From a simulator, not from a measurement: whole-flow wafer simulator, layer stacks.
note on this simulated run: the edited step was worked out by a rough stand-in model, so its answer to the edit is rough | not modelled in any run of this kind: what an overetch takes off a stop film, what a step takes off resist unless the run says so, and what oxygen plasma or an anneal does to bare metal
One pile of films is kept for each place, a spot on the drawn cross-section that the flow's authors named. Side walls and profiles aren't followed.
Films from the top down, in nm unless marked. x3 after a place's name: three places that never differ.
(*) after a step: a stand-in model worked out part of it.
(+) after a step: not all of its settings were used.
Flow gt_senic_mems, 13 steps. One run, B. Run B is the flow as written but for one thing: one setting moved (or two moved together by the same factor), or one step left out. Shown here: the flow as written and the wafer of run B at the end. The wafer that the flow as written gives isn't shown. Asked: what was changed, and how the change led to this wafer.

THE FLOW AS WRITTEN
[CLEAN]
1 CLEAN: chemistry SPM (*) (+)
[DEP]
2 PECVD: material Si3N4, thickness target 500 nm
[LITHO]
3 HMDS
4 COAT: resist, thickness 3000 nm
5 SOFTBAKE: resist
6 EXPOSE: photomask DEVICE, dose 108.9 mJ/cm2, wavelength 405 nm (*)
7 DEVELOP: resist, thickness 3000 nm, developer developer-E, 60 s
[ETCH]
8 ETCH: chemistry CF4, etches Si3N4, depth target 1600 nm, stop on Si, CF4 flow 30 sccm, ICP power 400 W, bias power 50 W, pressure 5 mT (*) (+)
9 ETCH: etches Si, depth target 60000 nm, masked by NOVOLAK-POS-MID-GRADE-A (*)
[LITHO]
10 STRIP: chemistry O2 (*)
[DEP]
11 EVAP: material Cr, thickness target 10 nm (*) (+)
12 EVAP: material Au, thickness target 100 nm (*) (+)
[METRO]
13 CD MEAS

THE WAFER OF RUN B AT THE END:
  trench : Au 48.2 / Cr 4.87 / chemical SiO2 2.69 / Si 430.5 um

The cause: step 9, ETCH: depth target 94500 nm was run, where the flow has depth target 60000 nm.

How the change led to this, step by step:
  9 ETCH: etches Si, depth target 60000 nm, masked by NOVOLAK-POS-MID-GRADE-A (*)
      field: resist -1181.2 (as written it would be: resist -750)
      trench: Si -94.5 um (as written it would be: Si -60 um)
  10 STRIP: chemistry O2 (*)
      field: resist -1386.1 (all of it) (as written it would be: resist -1817.3 (all of it))
  11 EVAP: material Cr, thickness target 10 nm (*) (+)
      trench: Cr +4.87 (new film) (as written it would be: Cr +6.45 (new film))
  12 EVAP: material Au, thickness target 100 nm (*) (+)
      trench: Au +48.2 (new film) (as written it would be: Au +64.1 (new film))
